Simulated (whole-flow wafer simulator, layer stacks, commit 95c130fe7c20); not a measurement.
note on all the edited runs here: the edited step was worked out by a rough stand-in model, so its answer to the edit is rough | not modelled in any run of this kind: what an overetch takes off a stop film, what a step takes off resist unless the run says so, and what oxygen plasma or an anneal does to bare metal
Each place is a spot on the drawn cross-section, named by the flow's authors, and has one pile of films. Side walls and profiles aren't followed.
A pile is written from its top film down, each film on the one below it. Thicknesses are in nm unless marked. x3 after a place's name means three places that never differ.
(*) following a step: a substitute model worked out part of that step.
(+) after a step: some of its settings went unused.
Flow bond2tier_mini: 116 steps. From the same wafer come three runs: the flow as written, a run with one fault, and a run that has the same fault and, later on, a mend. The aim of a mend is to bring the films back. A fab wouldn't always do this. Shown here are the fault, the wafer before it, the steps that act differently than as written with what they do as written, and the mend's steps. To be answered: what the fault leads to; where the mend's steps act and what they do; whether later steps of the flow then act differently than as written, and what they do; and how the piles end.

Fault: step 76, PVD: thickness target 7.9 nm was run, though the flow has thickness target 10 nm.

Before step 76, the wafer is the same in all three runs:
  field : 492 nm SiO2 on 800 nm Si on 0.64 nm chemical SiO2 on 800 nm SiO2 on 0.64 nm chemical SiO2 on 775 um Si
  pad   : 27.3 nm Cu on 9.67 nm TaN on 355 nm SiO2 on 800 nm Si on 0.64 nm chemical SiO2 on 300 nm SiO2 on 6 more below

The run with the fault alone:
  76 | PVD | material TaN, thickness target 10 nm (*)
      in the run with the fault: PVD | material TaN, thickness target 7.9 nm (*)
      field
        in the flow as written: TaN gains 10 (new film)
        in the run with the fault: TaN gains 7.9 (new film)
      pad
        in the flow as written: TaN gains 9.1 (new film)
        in the run with the fault: TaN gains 7.19 (new film)
  Steps later in the flow that act otherwise than as written (1 other step is not shown; it differs only slightly, by no more than 2% or 0.5 nm, whichever is larger):
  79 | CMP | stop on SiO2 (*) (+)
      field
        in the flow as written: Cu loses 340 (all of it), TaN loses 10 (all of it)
        in the run with the fault: Cu loses 340 (all of it), TaN loses 7.9 (all of it)
  At pad, the piles at the end differ from the flow's by more than 2% or 0.5 nm, whichever is larger.
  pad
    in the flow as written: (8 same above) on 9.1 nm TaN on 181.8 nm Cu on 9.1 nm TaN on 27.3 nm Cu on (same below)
    in the run with the fault: (8 same above) on 9.1 nm TaN on 183.7 nm Cu on 7.19 nm TaN on 27.3 nm Cu on (same below)

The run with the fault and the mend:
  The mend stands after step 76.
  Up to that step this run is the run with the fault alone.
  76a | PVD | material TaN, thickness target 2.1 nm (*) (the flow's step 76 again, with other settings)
      field
        TaN gains 2.1
      pad
        TaN gains 1.91
  Every later step of the flow that is run acts as written at every place that is followed.
  At every place that both follow, the piles at the end match the flow's.
